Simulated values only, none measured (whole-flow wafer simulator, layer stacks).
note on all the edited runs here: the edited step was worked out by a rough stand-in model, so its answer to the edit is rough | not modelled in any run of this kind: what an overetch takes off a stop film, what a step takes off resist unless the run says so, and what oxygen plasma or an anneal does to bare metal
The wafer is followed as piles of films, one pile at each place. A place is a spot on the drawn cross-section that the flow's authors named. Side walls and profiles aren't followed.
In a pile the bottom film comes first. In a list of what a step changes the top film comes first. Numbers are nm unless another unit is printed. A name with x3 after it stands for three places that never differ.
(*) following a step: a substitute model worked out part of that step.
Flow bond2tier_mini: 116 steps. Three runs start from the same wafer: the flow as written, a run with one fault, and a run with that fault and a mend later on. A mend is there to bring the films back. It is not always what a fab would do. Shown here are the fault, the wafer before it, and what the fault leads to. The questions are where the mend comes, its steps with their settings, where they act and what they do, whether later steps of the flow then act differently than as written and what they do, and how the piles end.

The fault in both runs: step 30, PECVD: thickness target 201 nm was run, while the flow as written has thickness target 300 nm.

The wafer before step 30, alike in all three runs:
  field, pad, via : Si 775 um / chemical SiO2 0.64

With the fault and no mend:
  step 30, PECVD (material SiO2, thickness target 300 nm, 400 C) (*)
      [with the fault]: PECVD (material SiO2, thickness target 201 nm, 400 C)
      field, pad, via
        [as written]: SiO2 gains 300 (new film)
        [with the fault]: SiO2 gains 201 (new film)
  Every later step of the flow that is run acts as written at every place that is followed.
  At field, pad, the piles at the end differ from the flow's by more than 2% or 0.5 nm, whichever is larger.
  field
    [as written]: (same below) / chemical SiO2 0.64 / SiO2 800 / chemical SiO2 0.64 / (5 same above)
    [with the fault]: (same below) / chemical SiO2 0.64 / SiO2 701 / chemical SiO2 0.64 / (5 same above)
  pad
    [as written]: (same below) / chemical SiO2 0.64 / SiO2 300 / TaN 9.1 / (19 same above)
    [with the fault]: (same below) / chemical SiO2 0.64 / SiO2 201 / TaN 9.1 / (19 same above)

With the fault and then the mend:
  The mend stands after step 30.
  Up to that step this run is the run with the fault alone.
  step 30a, PECVD (material SiO2, thickness target 99 nm, 400 C) (the flow's step 30 again, with other settings)
      field, pad, via
        SiO2 gains 99
  Every later step of the flow that is run acts as written at every place that is followed.
  By the end, the piles equal the flow's at every place that both follow.
